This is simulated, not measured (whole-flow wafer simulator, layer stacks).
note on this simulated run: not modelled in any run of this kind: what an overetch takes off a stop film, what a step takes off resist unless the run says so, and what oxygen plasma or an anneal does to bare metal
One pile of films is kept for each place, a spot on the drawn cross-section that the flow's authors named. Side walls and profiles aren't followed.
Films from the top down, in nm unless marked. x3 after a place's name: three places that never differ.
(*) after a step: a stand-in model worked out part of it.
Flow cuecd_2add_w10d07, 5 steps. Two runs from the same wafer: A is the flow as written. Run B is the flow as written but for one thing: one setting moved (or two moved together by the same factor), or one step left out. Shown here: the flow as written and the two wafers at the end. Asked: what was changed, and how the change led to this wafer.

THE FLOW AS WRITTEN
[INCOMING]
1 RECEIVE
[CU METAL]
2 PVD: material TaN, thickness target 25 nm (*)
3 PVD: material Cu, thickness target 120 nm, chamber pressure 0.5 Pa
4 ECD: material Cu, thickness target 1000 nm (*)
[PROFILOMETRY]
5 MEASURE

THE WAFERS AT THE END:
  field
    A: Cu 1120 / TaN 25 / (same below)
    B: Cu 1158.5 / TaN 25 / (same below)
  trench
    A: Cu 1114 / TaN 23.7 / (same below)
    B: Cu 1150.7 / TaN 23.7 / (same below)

The cause: step 3, PVD: thickness target 158.5 nm was run, where the flow has thickness target 120 nm.

How the change led to this, step by step:
  3 PVD: material Cu, thickness target 120 nm, chamber pressure 0.5 Pa
      field: A Cu +120 (new film) | B Cu +158.5 (new film)
      trench: A Cu +114 (new film) | B Cu +150.7 (new film)
